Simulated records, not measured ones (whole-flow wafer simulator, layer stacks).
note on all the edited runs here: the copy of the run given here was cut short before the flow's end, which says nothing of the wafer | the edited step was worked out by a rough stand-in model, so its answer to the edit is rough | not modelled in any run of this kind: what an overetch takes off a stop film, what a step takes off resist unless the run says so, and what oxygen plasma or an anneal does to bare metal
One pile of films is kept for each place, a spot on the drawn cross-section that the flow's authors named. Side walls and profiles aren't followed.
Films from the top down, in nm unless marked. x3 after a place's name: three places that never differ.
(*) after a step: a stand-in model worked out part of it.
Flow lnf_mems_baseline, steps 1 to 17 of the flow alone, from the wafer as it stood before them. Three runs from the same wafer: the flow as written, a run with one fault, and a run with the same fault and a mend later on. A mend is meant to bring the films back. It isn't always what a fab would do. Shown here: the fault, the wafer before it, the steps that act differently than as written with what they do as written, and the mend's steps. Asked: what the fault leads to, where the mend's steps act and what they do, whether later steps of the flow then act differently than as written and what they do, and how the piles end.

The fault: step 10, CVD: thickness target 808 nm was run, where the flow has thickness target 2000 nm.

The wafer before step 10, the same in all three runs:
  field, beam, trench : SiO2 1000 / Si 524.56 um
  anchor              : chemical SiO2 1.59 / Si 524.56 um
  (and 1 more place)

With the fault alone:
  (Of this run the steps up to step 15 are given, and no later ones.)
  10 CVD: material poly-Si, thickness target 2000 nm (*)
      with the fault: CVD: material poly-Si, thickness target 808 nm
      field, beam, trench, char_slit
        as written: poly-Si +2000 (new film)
        with the fault: poly-Si +808 (new film)
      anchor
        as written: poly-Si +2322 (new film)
        with the fault: poly-Si +808 (new film)
  Later steps of the flow that act differently than as written (1 more step differs only slightly, by at most 2% or 0.5 nm, whichever is larger, and isn't shown):
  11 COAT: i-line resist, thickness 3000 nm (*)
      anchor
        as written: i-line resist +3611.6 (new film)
        with the fault: i-line resist +3874.9 (new film)
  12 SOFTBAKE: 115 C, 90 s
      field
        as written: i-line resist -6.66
        with the fault: i-line resist -12.8
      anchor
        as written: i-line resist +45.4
        with the fault: i-line resist +85.3
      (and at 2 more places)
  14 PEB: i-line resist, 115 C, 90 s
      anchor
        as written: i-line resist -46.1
        with the fault: i-line resist -51.6
  After step 15 the piles differ from the flow's by more than 2% or 0.5 nm, whichever is larger, at field, anchor, beam, trench, char_slit.
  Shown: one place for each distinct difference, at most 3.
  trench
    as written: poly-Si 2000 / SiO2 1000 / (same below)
    with the fault: poly-Si 808 / SiO2 1000 / (same below)
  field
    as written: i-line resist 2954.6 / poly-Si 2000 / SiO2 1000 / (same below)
    with the fault: i-line resist 2944.8 / poly-Si 808 / SiO2 1000 / (same below)
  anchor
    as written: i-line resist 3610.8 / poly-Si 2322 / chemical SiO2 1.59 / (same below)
    with the fault: i-line resist 3908.6 / poly-Si 808 / chemical SiO2 1.59 / (same below)

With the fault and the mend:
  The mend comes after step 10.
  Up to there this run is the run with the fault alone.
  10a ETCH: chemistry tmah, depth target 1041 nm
      field, anchor, beam, trench, char_slit
        poly-Si -808 (all of it)
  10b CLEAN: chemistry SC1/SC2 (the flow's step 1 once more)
      changes no film at any place that is followed
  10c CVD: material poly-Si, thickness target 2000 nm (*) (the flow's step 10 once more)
      field, beam, trench, char_slit
        poly-Si +2000 (new film)
      anchor
        poly-Si +2322 (new film)
  No later step of the flow acts differently than as written at any place that is followed.
  At the end the piles are the same as the flow's at every place that both follow.
